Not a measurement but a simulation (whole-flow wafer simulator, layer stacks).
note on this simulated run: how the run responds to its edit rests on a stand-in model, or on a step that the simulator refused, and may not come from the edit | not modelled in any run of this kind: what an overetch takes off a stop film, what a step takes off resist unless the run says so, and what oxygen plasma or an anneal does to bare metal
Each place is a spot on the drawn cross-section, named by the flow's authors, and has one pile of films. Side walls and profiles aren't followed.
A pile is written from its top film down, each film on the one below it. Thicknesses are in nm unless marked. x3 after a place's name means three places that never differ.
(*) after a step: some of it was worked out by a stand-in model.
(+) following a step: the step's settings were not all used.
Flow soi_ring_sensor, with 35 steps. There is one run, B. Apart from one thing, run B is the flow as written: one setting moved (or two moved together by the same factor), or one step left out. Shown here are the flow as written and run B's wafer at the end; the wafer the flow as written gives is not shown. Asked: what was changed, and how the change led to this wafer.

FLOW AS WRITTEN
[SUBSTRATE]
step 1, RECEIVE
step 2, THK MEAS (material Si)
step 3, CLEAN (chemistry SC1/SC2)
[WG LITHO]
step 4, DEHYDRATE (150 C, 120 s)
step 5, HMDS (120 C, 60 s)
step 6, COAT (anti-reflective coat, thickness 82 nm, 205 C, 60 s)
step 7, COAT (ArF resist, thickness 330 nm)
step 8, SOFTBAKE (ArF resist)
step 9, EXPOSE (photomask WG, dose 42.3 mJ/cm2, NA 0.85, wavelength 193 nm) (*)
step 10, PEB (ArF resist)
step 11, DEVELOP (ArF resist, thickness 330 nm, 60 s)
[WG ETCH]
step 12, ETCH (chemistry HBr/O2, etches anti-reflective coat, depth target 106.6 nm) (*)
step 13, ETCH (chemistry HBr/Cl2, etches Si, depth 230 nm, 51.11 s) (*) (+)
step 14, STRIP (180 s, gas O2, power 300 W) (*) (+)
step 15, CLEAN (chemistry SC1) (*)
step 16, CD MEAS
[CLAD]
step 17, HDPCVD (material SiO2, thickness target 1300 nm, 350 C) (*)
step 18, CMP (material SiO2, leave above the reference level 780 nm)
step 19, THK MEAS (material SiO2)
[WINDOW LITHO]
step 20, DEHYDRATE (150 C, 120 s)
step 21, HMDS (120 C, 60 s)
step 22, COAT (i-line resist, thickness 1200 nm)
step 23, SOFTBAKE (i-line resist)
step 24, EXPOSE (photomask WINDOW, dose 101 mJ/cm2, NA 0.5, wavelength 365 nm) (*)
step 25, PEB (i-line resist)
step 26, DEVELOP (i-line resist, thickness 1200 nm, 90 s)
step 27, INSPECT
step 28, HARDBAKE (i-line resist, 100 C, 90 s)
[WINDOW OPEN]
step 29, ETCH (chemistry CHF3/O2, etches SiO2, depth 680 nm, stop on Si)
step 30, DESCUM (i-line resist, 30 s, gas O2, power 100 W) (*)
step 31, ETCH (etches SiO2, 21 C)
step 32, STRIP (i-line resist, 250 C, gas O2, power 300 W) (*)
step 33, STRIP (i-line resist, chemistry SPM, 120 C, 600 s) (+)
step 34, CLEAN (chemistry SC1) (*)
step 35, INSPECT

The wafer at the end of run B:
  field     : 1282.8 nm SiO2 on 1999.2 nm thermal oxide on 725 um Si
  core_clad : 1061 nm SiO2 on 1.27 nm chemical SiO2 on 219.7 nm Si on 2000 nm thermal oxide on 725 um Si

What caused this: step 18, CMP: leave above the reference level 1061 nm was run, whereas the flow has leave above the reference level 780 nm.
The wafer itself shows it: core_clad has SiO2 1061, and step 18 as written asks for 780 nm.

How this came from the change, step by step:
  step 18, CMP (material SiO2, leave above the reference level 780 nm)
      gap, window, field, gap_clad: SiO2 loses 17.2 (it would be, as written: SiO2 loses 298.2)
      core, core_clad: SiO2 loses 239 (it would be, as written: SiO2 loses 520)
  step 31, ETCH (etches SiO2, 21 C)
      core: SiO2 loses 381 (all of it), chemical SiO2 loses 1.27 (all of it) (it would be, as written: SiO2 loses 100 (all of it), chemical SiO2 loses 1.27 (all of it))
